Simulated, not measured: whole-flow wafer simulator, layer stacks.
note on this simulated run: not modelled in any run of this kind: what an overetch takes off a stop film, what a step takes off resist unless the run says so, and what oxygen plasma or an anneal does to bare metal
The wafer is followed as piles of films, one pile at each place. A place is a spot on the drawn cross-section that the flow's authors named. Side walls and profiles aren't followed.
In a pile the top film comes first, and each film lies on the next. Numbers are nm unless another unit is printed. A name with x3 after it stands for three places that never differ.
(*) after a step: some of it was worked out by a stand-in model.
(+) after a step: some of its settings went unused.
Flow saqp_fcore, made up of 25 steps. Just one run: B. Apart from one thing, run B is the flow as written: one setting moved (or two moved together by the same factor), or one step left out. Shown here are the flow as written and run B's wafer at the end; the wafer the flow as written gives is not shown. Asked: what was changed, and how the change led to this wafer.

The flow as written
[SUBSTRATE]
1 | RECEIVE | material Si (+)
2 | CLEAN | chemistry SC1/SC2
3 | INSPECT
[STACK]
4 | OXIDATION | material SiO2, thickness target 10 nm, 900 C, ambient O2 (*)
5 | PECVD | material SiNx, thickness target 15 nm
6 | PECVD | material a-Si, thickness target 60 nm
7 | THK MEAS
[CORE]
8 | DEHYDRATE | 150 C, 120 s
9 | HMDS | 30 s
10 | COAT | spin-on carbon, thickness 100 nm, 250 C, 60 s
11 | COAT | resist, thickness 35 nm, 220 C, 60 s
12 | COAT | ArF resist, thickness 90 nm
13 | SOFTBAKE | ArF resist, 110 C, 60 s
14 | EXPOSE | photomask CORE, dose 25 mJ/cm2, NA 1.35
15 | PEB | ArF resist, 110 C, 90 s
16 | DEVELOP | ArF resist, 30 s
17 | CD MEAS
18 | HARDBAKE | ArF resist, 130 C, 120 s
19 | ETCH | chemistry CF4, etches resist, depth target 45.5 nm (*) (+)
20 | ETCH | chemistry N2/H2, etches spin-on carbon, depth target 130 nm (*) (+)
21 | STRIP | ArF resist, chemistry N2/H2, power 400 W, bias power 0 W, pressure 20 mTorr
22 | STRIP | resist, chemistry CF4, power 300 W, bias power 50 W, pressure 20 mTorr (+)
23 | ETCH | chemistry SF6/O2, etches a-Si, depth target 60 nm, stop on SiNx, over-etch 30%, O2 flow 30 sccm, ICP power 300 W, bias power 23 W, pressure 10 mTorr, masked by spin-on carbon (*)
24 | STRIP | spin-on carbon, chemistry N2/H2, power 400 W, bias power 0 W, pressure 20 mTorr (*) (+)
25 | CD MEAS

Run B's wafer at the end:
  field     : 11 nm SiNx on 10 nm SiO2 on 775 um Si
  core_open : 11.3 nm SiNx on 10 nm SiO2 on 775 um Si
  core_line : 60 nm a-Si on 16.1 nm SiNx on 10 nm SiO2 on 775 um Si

Cause: step 5, PECVD: thickness target 16.1 nm was run, while the flow as written has thickness target 15 nm.
One can read it off the wafer: core_line has SiNx 16.1, and step 5 as written asks for 15 nm.

Step by step, how the change led to this:
  5 | PECVD | material SiNx, thickness target 15 nm
      field, core_open, core_line: SiNx gains 16.1 (new film) (it would be, as written: SiNx gains 15 (new film))
